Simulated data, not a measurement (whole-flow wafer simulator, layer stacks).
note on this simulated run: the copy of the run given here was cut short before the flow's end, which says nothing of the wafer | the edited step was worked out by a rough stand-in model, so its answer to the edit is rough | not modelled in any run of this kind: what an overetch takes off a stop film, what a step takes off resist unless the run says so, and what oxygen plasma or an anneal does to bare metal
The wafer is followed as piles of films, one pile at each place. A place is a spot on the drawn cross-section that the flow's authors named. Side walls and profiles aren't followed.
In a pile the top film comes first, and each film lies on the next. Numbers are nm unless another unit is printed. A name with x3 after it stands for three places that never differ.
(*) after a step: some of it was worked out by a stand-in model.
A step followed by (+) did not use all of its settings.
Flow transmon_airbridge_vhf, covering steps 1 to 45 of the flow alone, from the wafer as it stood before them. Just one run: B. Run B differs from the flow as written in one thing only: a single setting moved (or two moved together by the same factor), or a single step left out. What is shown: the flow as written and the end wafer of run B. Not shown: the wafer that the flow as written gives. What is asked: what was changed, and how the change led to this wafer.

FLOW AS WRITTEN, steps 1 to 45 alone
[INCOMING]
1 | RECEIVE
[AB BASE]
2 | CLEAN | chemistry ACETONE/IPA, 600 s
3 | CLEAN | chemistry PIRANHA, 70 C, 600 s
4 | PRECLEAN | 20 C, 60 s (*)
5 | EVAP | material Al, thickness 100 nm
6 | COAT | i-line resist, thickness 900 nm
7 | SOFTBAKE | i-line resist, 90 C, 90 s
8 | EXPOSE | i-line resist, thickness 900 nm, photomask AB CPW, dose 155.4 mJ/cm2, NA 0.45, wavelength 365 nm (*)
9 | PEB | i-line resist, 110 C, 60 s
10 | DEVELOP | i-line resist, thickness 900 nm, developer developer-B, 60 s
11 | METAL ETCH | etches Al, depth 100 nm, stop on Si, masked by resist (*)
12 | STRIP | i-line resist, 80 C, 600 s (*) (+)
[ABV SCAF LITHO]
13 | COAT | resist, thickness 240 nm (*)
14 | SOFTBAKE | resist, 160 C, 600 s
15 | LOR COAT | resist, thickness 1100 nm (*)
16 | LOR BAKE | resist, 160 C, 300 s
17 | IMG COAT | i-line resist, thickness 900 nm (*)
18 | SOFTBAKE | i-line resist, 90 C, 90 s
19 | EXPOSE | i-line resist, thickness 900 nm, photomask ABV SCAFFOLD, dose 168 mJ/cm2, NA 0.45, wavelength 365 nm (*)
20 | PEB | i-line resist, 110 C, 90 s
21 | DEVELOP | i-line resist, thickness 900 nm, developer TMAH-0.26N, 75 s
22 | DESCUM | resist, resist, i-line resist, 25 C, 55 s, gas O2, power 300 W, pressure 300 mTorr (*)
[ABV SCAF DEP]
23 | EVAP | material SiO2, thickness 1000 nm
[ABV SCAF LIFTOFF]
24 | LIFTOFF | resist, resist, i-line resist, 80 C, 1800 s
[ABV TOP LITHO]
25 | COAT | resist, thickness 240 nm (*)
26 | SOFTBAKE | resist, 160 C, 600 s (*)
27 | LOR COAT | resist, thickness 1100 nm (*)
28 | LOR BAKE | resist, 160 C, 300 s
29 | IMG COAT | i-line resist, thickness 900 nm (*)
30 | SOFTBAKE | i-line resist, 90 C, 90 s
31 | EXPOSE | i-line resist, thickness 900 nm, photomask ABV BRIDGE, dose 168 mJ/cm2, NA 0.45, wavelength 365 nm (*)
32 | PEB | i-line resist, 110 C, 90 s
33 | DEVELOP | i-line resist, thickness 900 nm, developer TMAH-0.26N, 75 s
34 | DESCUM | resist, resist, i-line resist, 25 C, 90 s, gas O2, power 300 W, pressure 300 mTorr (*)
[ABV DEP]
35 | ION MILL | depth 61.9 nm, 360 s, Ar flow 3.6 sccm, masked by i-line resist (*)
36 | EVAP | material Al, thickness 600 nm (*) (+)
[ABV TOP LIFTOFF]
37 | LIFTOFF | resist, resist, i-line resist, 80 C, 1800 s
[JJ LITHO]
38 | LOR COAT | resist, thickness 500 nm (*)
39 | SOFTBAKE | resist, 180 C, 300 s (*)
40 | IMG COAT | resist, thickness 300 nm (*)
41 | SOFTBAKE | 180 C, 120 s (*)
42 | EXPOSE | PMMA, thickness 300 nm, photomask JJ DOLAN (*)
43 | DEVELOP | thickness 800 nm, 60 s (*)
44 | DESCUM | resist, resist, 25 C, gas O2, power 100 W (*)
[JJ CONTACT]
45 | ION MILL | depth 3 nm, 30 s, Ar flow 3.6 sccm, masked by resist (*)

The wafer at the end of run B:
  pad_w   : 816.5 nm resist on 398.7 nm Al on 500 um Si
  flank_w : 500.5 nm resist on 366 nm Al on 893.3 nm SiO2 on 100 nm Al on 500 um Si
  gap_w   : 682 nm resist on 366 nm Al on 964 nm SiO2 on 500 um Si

Cause: step 36, EVAP: thickness 366 nm was run, whereas the flow has thickness 600 nm.
One can read it off the wafer: flank_w has Al 366, and step 36 as written asks for 600 nm.

The path from the change to this, step by step:
  36 | EVAP | material Al, thickness 600 nm (*) (+)
      field x3, jj_line, ground_far and 10 more: +366 Al (new film) (as written it would have been: +600 Al (new film))
      pad_w, pad_e: +360.7 Al (as written it would have been: +591.2 Al)
  37 | LIFTOFF | resist, resist, i-line resist, 80 C, 1800 s
      field x3, jj_line, trace_open_s x2: -366 Al (all of it), -600 i-line resist (all of it), -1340 resist (all of it) (as written it would have been: -600 Al (all of it), -600 i-line resist (all of it), -1340 resist (all of it))
      margin_s, margin_n: -366 Al (all of it), -318.3 i-line resist (all of it), -992 resist (all of it) (as written it would have been: -600 Al (all of it), -318.3 i-line resist (all of it), -992 resist (all of it))
      (also at 1 further place)
  38 | LOR COAT | resist, thickness 500 nm (*)
      pad_w, pad_e: +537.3 resist (new film) (as written it would have been: +517 resist (new film))
      gap_w, gap_e: +460.2 resist (new film) (as written it would have been: +450.7 resist (new film))
      (also at 4 further places)
  40 | IMG COAT | resist, thickness 300 nm (*)
      pad_w, pad_e: +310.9 resist (as written it would have been: +300.1 resist)
      flank_w, flank_e: +220 resist (as written it would have been: +212.1 resist)
      (also at 4 further places)
